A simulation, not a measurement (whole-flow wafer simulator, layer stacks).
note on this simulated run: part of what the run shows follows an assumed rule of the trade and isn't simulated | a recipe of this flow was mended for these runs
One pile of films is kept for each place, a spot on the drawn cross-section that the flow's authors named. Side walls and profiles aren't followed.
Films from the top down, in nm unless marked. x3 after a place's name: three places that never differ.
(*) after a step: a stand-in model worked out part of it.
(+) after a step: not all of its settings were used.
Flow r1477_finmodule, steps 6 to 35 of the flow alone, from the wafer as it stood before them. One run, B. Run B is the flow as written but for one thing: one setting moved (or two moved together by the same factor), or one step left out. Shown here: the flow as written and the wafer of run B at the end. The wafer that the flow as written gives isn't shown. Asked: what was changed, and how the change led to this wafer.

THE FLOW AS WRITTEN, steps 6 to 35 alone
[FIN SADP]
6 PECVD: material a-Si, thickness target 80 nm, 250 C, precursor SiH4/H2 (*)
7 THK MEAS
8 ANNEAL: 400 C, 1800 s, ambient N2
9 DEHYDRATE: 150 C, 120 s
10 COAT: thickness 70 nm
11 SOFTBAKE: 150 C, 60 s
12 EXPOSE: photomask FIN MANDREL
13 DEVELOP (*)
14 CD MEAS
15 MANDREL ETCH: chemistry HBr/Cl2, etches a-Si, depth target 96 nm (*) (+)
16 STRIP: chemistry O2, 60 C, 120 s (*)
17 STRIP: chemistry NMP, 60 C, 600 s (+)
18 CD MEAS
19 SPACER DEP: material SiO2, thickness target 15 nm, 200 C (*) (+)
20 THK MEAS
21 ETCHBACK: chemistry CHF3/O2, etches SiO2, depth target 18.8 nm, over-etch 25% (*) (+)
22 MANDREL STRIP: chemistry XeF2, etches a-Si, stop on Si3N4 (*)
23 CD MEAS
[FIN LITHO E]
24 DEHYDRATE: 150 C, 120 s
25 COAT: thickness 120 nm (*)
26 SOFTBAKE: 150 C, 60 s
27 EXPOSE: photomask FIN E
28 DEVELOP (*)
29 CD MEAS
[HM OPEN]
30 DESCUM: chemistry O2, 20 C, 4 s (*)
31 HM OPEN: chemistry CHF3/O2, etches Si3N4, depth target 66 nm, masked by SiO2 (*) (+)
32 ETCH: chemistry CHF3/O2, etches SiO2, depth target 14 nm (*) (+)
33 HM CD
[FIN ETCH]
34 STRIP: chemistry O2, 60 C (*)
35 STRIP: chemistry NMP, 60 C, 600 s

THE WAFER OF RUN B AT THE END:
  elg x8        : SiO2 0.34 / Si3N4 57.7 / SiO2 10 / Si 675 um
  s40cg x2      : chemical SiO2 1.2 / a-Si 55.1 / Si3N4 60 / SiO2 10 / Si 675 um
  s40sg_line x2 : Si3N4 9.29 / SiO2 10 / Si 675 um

The cause: step 21, ETCHBACK: depth target 14.7 nm was run, where the flow has depth target 18.8 nm.

How the change led to this, step by step:
  21 ETCHBACK: chemistry CHF3/O2, etches SiO2, depth target 18.8 nm, over-etch 25% (*) (+)
      pad x10, elg x8, s40sg x2, s45sg x2, s50sg x2: SiO2 -14.7 (as written it would be: SiO2 -15 (all of it), Si3N4 -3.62)
      s40cg x2, s45cg x2, s50cg x2: SiO2 -14.7 (as written it would be: SiO2 -15 (all of it), chemical SiO2 -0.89 (all of it), a-Si -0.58)
  22 MANDREL STRIP: chemistry XeF2, etches a-Si, stop on Si3N4 (*)
      s40cg x2, s45cg x2, s50cg x2: nothing (as written it would be: a-Si -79 (all of it))
  25 COAT: thickness 120 nm (*)
      s40cg x2: e-beam-resist +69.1 (new film) (as written it would be: e-beam-resist +136.7 (new film))
      s40sg x2: e-beam-resist +151.8 (new film) (as written it would be: e-beam-resist +142.6 (new film))
      (and at 14 more places)
  28 DEVELOP (*)
      s40cg x2: e-beam-resist -69.1 (all of it) (as written it would be: e-beam-resist -136.7 (all of it))
      s40sg x2: e-beam-resist -151.8 (all of it) (as written it would be: e-beam-resist -142.6 (all of it))
      (and at 14 more places)
  31 HM OPEN: chemistry CHF3/O2, etches Si3N4, depth target 66 nm, masked by SiO2 (*) (+)
      pad x10, s40sg x2, s45sg x2, s50sg x2: SiO2 -0.34 (all of it), Si3N4 -57.7 (all of it), SiO2 -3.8 (as written it would be: Si3N4 -54.1 (all of it), SiO2 -5.95)
      s40cg x2, s45cg x2, s50cg x2: SiO2 -0.36 (all of it), chemical SiO2 -0.89 (all of it), a-Si -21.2 (as written it would be: Si3N4 -60 (all of it), SiO2 -3)
      (and at 6 more places)
  32 ETCH: chemistry CHF3/O2, etches SiO2, depth target 14 nm (*) (+)
      s40cg x2, s45cg x2, s50cg x2: a-Si -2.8 (as written it would be: SiO2 -7 (all of it), Si -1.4)
      s40sg_line x2, s45sg_line x2: Si3N4 -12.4 (as written it would be: SiO2 -14)
      (and at 18 more places)
  34 STRIP: chemistry O2, 60 C (*)
      s40cg x2, s45cg x2, s50cg x2: chemical SiO2 +1.2 (new film), a-Si -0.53 (as written it would be: chemical SiO2 +1.2 (new film), Si -0.53)
